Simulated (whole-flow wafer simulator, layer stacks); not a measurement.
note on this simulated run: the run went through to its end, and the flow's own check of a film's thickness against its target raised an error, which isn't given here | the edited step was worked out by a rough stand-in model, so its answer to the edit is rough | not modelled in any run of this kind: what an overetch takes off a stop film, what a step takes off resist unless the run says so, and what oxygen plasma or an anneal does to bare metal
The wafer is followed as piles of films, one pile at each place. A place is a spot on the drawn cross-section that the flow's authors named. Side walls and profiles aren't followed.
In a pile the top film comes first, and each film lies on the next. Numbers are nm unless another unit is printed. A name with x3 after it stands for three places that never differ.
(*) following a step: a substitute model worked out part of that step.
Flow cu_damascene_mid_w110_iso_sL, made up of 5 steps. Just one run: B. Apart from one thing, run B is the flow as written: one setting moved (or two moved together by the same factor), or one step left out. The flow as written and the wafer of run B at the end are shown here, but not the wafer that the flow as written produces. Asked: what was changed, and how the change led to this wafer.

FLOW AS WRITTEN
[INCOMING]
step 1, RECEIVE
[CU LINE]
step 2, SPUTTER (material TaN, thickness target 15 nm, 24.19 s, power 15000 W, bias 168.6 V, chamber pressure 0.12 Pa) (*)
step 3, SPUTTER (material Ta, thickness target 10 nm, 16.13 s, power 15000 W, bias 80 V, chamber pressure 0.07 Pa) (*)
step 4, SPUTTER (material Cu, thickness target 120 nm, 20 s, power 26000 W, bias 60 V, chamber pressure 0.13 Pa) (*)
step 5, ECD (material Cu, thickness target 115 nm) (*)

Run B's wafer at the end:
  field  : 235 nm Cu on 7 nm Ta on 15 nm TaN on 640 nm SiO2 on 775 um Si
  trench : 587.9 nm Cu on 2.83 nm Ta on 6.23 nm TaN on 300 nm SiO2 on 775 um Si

What caused this: step 3, SPUTTER: 11.29 s was run, though the flow has 16.13 s.

How this came from the change, step by step:
  step 3, SPUTTER (material Ta, thickness target 10 nm, 16.13 s, power 15000 W, bias 80 V, chamber pressure 0.07 Pa) (*)
      field: +7 Ta (new film) (it would be, as written: +10 Ta (new film))
      trench: +2.83 Ta (new film) (it would be, as written: +4.05 Ta (new film))
